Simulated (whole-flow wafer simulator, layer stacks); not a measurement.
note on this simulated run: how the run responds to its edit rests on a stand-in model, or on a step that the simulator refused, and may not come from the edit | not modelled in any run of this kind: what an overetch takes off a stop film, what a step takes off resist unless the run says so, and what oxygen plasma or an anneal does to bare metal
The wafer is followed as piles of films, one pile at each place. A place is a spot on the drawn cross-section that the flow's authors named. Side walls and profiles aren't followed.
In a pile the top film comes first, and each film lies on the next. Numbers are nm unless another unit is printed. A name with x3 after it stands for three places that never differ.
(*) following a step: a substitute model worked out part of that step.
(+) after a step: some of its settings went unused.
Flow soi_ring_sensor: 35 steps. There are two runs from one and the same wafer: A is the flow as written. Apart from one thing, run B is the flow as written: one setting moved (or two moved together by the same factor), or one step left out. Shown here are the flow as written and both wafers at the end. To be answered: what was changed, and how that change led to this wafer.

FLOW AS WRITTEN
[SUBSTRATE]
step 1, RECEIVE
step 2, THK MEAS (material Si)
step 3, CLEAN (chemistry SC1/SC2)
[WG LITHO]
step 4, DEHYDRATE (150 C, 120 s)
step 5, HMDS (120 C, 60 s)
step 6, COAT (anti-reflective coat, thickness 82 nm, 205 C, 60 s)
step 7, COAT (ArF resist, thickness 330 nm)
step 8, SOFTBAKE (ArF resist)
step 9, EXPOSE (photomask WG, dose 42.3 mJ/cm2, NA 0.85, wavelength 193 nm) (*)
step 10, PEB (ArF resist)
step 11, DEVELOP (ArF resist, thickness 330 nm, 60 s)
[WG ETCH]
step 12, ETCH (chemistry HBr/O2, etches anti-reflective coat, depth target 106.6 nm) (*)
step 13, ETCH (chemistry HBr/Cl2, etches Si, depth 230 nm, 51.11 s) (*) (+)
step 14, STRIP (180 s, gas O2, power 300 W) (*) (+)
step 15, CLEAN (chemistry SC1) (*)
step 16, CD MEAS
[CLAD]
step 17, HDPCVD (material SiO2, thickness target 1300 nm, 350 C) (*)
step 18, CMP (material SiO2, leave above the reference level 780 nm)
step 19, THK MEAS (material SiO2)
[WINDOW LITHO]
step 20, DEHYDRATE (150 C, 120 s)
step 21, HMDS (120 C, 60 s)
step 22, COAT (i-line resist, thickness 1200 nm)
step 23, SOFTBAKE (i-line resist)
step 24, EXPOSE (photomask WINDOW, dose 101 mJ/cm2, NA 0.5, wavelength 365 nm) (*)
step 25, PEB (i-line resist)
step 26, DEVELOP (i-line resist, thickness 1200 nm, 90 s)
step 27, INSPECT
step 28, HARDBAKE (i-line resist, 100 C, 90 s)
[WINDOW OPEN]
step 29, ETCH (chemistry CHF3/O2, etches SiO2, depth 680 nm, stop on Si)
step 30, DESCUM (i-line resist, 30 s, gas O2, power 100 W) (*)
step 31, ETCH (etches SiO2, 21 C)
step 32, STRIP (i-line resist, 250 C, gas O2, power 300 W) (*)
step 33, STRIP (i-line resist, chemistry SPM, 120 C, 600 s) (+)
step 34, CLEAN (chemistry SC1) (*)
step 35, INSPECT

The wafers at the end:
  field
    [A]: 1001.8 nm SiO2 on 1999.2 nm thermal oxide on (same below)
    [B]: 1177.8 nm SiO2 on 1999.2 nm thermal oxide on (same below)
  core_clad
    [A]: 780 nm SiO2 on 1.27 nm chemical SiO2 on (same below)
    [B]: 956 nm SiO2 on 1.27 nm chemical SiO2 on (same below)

Cause: step 18, CMP: leave above the reference level 956 nm was run, whereas the flow has leave above the reference level 780 nm.
The wafer itself shows it: core_clad has SiO2 956, and step 18 as written asks for 780 nm.

How this came from the change, step by step:
  step 18, CMP (material SiO2, leave above the reference level 780 nm)
      gap, window, field, gap_clad: A SiO2 loses 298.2 | B SiO2 loses 122.2
      core, core_clad: A SiO2 loses 520 | B SiO2 loses 344
  step 31, ETCH (etches SiO2, 21 C)
      core: A SiO2 loses 100 (all of it), chemical SiO2 loses 1.27 (all of it) | B SiO2 loses 276 (all of it), chemical SiO2 loses 1.27 (all of it)
